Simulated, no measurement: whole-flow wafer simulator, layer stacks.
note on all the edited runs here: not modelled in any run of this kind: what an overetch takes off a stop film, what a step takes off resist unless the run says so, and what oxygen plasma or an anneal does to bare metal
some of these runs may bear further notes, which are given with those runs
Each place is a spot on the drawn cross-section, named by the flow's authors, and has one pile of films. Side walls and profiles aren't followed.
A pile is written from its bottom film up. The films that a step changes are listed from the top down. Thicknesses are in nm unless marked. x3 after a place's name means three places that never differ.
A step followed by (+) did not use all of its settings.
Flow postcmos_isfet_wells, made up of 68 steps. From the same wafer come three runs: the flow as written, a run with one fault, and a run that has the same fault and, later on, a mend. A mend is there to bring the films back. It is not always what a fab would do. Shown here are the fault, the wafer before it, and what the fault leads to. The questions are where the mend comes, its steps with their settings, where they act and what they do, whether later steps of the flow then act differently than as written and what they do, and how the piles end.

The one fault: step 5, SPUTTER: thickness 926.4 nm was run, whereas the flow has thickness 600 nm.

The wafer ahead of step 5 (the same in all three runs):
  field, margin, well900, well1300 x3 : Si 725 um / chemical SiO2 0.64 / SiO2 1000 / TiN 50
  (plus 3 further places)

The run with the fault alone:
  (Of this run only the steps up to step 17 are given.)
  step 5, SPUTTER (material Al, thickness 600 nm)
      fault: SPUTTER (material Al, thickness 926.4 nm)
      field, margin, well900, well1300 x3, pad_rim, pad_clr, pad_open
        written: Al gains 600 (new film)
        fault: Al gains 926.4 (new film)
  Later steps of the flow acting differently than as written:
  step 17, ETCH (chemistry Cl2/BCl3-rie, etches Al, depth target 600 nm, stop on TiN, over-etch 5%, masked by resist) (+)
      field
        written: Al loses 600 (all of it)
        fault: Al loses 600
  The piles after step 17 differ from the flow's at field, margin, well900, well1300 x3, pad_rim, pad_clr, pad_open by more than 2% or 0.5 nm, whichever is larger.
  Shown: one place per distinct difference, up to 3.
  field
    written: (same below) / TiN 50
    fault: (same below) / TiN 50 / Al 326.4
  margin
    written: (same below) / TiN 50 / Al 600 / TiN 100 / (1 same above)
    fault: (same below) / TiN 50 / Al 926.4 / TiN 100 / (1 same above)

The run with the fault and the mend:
  The mend stands after step 5.
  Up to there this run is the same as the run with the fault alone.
  step 5a, ETCH (chemistry al pan, depth target 326.4 nm)
      field, margin, well900, well1300 x3, pad_rim, pad_clr, pad_open
        Al loses 326.4
  Every later step of the flow that is run acts as written at every place that is followed.
  The piles end the same as the flow's at every place that both follow.
